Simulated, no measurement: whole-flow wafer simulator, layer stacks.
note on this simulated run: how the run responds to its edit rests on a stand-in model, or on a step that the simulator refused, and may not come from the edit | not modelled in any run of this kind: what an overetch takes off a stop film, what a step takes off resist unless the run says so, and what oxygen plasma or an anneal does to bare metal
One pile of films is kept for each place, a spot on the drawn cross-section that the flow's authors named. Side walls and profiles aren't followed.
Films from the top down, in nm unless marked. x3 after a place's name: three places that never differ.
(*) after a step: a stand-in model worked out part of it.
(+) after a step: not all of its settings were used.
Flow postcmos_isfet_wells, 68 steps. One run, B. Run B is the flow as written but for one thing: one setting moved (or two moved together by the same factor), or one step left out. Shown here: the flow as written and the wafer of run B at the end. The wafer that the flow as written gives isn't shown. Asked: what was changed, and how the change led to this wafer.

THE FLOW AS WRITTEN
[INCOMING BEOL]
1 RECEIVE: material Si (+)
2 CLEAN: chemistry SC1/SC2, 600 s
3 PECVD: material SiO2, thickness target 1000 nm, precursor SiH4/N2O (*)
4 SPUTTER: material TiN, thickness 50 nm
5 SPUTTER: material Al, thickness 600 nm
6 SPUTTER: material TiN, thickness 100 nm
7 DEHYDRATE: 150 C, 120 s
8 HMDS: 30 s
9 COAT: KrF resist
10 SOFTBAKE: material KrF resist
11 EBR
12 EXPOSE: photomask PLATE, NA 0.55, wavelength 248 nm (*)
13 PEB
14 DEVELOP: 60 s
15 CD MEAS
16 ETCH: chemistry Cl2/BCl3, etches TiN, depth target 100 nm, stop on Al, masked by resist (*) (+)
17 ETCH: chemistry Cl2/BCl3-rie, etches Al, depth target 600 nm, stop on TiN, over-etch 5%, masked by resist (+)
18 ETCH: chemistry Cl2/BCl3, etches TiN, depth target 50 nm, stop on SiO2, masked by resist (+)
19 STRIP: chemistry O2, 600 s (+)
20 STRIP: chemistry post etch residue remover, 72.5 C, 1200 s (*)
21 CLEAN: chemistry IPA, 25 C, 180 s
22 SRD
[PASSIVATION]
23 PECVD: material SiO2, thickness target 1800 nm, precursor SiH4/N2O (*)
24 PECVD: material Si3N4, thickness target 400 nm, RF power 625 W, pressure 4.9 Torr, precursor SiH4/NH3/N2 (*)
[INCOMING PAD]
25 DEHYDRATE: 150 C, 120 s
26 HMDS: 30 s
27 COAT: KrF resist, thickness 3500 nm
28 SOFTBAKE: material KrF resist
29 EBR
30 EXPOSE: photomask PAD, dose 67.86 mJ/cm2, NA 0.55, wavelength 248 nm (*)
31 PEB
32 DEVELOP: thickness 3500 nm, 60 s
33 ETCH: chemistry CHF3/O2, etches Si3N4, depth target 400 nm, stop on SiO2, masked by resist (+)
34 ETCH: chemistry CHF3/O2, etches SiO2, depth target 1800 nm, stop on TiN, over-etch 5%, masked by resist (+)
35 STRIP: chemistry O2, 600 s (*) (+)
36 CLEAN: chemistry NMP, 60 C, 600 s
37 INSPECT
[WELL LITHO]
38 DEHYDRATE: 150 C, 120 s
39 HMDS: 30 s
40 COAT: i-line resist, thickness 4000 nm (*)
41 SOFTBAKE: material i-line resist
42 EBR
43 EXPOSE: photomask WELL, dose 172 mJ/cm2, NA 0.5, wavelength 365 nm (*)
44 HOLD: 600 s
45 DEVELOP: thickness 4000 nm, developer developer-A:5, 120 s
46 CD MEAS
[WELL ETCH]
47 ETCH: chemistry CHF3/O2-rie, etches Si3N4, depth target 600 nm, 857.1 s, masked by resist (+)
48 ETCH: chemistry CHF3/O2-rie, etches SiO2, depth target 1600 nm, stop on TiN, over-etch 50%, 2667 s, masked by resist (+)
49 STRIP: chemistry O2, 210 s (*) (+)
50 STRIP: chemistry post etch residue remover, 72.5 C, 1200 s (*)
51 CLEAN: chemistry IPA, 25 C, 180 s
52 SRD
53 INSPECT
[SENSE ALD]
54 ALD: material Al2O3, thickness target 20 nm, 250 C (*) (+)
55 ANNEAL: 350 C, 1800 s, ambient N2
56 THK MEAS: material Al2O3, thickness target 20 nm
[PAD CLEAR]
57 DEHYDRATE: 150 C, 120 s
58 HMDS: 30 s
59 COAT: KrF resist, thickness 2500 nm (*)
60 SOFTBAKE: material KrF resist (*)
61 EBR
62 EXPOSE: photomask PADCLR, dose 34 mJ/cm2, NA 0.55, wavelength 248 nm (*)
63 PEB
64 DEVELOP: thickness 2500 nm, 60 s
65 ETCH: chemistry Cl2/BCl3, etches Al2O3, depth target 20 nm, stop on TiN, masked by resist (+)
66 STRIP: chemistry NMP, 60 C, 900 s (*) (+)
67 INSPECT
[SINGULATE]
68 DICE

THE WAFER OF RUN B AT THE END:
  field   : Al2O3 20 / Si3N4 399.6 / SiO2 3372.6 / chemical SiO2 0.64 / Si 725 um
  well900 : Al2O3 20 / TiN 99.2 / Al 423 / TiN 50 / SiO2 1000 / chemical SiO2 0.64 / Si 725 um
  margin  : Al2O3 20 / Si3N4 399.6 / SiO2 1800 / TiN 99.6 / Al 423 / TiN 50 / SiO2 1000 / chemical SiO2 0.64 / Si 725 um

The cause: step 5, SPUTTER: thickness 423 nm was run, where the flow has thickness 600 nm; step 17, ETCH: depth target 423 nm was run, where the flow has depth target 600 nm.
It can be read off the wafer: well900 has Al 423, and step 5 as written asks for 600 nm.

How the change led to this, step by step:
  5 SPUTTER: material Al, thickness 600 nm
      field, margin, well900, well1300 x3, pad_rim, pad_clr, pad_open: Al +423 (new film) (as written it would be: Al +600 (new film))
  17 ETCH: chemistry Cl2/BCl3-rie, etches Al, depth target 600 nm, stop on TiN, over-etch 5%, masked by resist (+)
      margin, well900, well1300 x3, pad_rim, pad_clr, pad_open: KrF resist -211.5 (as written it would be: KrF resist -300)
      field: Al -423 (all of it) (as written it would be: Al -600 (all of it))
  19 STRIP: chemistry O2, 600 s (+)
      margin, well900, well1300 x3, pad_rim, pad_clr, pad_open: KrF resist -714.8 (all of it) (as written it would be: KrF resist -626.3 (all of it))
  23 PECVD: material SiO2, thickness target 1800 nm, precursor SiH4/N2O (*)
      field: SiO2 +2372.6 (as written it would be: SiO2 +1800 (new film), void +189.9 (new film), SiO2 +559.7)
